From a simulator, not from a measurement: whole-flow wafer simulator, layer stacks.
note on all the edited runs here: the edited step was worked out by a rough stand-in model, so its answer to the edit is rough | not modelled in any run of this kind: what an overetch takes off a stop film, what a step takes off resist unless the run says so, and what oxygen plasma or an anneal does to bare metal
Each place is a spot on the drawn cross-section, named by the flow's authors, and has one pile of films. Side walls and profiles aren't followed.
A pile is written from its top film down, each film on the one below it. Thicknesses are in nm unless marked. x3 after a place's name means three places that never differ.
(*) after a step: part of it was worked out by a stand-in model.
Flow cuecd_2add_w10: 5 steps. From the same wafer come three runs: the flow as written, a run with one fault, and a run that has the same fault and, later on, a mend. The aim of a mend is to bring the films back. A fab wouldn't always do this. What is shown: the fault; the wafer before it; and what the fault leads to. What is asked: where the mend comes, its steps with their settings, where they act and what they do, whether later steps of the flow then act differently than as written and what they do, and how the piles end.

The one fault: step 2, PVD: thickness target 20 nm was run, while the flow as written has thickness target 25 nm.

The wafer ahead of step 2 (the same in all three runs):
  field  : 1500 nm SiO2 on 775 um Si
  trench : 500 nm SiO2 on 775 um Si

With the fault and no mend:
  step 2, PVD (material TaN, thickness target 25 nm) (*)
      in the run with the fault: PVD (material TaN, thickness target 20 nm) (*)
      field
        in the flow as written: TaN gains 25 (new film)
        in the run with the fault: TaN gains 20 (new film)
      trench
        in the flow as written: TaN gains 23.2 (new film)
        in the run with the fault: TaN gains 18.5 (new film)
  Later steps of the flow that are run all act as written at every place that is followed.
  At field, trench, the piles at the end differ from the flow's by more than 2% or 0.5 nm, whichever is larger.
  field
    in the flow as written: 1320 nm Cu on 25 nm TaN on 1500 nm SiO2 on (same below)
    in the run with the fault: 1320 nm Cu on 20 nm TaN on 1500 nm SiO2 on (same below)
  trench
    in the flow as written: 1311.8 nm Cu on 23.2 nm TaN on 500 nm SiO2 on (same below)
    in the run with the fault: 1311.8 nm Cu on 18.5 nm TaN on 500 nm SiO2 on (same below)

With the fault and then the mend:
  After step 2 comes the mend.
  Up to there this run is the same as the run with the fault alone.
  step 2a, PVD (material TaN, thickness target 5 nm) (*) (the flow's step 2, run once more with other settings)
      field
        TaN gains 5
      trench
        TaN gains 4.64
  Later steps of the flow that are run all act as written at every place that is followed.
  The piles end the same as the flow's at every place that both follow.
